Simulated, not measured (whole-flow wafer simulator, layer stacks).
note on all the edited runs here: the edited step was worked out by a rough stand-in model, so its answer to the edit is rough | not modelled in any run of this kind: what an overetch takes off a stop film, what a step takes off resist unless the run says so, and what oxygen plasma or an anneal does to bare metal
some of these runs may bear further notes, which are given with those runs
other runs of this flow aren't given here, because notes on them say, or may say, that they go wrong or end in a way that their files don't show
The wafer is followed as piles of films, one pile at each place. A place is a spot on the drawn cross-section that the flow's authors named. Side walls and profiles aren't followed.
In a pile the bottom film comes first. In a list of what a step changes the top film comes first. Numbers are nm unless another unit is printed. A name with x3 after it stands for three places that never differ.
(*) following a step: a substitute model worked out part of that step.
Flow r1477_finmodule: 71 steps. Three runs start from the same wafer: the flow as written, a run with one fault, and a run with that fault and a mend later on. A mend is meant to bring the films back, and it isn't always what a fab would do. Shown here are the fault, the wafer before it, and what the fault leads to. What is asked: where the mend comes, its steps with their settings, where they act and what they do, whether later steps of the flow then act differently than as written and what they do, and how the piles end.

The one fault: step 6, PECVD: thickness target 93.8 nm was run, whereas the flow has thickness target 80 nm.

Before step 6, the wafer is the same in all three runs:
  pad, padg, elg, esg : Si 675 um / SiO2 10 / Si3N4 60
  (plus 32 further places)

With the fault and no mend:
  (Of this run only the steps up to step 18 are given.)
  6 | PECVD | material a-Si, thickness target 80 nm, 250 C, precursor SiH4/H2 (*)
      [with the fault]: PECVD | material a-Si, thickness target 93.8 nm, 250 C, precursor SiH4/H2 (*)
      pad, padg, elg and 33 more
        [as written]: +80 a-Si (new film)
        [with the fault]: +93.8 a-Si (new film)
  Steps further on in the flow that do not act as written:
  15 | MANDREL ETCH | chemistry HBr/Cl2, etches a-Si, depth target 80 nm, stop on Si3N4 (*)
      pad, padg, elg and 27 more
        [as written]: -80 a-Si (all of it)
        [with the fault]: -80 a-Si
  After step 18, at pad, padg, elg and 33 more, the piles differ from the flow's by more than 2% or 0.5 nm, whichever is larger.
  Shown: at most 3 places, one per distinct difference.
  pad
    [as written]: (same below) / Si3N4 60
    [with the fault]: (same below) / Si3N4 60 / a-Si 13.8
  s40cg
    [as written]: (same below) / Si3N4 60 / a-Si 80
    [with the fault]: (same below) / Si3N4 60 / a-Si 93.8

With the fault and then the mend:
  The mend follows step 7.
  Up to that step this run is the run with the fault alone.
  7a | ETCH | chemistry tmah, depth target 107.9 nm
      pad, padg, elg and 33 more
        -93.8 a-Si (all of it)
  7b | PECVD | material a-Si, thickness target 80 nm, 250 C, precursor SiH4/H2 (*) (the flow's step 6, run once more)
      pad, padg, elg and 33 more
        +80 a-Si (new film)
  None of the later steps of the flow acts differently than as written at any place that is followed.
  The piles end the same as the flow's at every place that both follow.
